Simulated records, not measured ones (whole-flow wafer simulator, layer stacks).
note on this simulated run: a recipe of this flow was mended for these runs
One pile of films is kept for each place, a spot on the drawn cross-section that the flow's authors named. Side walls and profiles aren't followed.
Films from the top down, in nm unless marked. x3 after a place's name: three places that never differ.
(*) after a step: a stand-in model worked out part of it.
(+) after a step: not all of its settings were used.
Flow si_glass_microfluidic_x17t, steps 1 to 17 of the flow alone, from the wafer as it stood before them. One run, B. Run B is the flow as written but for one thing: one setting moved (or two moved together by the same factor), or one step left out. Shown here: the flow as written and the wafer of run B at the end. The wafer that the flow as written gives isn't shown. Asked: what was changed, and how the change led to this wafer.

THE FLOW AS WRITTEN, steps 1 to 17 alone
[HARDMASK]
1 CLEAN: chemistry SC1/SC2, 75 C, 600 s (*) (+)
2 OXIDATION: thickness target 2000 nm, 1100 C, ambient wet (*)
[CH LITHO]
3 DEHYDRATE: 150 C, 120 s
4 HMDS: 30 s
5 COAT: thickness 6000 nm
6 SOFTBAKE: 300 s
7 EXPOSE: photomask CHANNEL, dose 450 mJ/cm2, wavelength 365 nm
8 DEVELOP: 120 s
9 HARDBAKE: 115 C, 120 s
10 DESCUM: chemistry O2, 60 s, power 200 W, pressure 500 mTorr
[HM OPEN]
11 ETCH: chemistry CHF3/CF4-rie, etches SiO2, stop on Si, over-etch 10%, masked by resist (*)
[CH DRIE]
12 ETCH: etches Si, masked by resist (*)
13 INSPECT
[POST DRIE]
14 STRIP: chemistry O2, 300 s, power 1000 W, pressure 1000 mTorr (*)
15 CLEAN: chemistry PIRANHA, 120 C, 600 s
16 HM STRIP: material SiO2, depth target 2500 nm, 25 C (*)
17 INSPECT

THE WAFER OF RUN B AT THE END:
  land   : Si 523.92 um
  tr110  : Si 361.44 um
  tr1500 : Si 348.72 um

The cause: step 2, OXIDATION: thickness target 2451 nm was run, where the flow has thickness target 2000 nm.

How the change led to this, step by step:
  2 OXIDATION: thickness target 2000 nm, 1100 C, ambient wet (*)
      land, tr110, tr1500, tr15: SiO2 +2451 (new film), chemical SiO2 -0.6 (all of it), Si -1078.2 (as written it would be: SiO2 +2000 (new film), chemical SiO2 -0.6 (all of it), Si -879.7)
  11 ETCH: chemistry CHF3/CF4-rie, etches SiO2, stop on Si, over-etch 10%, masked by resist (*)
      tr110, tr1500, tr15: SiO2 -2200 (as written it would be: SiO2 -2000 (all of it), Si -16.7)
  12 ETCH: etches Si, masked by resist (*)
      tr110: SiO2 -251 (all of it), Si -162.47 um (as written it would be: Si -200.12 um)
      tr1500: SiO2 -251 (all of it), Si -175.2 um (as written it would be: Si -215.73 um)
      (and at 1 more place)
  16 HM STRIP: material SiO2, depth target 2500 nm, 25 C (*)
      land: SiO2 -2451 (all of it) (as written it would be: SiO2 -2000 (all of it))
